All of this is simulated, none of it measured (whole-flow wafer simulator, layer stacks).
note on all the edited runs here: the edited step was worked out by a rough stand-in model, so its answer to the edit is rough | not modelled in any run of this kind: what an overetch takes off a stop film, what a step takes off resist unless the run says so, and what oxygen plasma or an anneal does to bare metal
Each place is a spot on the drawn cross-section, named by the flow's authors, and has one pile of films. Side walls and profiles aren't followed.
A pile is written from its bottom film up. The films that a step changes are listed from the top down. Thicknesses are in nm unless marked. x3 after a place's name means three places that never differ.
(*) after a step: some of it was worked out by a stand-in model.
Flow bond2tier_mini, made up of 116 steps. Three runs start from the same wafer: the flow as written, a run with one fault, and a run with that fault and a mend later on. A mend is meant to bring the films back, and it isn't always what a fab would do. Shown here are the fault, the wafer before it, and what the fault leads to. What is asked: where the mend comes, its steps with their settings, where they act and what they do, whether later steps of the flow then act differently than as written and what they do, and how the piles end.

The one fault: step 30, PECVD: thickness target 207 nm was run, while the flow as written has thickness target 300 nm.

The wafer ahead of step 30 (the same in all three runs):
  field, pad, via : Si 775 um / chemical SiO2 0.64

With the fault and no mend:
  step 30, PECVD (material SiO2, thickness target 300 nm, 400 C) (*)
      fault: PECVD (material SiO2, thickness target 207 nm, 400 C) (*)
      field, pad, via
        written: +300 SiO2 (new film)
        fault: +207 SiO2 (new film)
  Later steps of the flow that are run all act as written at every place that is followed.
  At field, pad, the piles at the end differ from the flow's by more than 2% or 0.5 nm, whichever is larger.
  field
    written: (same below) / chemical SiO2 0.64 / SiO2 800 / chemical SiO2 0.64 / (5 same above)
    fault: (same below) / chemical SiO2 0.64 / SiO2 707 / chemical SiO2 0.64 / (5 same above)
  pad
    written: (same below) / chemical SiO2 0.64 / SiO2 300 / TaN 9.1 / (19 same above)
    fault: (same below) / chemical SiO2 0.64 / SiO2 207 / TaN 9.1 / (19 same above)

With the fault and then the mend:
  The mend follows step 30.
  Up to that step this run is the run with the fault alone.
  step 30a, PECVD (material SiO2, thickness target 93 nm, 400 C) (the flow's step 30, run once more with other settings)
      field, pad, via
        +93 SiO2
  Later steps of the flow that are run all act as written at every place that is followed.
  At every place that both follow, the piles at the end match the flow's.
